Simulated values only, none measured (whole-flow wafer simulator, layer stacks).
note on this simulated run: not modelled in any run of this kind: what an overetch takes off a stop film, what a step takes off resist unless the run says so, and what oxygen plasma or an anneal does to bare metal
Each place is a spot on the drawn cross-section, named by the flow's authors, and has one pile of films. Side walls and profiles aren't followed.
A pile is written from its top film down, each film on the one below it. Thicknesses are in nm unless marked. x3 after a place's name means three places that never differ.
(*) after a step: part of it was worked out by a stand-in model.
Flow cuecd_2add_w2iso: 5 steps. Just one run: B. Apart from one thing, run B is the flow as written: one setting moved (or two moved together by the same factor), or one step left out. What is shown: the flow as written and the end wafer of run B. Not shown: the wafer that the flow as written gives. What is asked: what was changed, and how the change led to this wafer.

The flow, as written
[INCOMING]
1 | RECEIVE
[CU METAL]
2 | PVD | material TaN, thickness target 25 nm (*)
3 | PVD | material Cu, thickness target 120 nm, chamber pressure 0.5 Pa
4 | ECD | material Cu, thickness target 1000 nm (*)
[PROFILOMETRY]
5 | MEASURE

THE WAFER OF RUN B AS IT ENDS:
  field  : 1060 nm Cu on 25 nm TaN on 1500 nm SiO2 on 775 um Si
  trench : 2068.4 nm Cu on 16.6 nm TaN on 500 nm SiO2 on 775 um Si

Cause: step 3, PVD: thickness target 60 nm was run, while the flow as written has thickness target 120 nm.

The path from the change to this, step by step:
  3 | PVD | material Cu, thickness target 120 nm, chamber pressure 0.5 Pa
      field: +60 Cu (new film) (it would be, as written: +120 Cu (new film))
      trench: +40.6 Cu (new film) (it would be, as written: +80.8 Cu (new film))
